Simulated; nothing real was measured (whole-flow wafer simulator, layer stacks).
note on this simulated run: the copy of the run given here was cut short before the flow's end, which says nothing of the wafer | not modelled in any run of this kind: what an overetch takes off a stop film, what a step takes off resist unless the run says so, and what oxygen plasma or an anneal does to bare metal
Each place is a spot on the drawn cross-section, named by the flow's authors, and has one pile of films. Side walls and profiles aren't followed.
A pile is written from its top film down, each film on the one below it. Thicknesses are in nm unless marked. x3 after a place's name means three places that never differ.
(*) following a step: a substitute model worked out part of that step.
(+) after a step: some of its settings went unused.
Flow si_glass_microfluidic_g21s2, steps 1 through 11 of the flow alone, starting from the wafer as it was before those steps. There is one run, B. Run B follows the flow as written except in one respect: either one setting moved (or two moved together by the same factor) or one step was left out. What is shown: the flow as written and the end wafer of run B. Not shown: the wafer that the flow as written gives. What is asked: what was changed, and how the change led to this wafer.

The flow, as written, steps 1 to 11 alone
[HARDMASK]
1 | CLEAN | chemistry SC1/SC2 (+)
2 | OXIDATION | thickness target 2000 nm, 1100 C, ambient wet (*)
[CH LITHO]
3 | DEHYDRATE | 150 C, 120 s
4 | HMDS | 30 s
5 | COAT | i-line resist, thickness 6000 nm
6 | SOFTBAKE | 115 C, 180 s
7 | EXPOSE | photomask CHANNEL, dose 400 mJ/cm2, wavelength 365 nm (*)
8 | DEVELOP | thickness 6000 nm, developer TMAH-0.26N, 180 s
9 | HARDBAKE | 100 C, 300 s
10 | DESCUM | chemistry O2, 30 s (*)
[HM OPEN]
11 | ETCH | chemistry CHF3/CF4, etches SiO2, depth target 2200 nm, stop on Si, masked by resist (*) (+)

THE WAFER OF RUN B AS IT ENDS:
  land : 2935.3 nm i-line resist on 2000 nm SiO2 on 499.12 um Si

Cause: step 5, COAT: thickness 4800 nm was run, while the flow as written has thickness 6000 nm.

Step by step, how the change led to this:
  5 | COAT | i-line resist, thickness 6000 nm
      land, trench20 x3: i-line resist gains 4800 (new film) (it would be, as written: i-line resist gains 6000 (new film))
  8 | DEVELOP | thickness 6000 nm, developer TMAH-0.26N, 180 s
      trench20 x3: i-line resist loses 4800 (all of it) (it would be, as written: i-line resist loses 6000 (all of it))
  9 | HARDBAKE | 100 C, 300 s
      land: i-line resist loses 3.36 (it would be, as written: i-line resist loses 7.06)
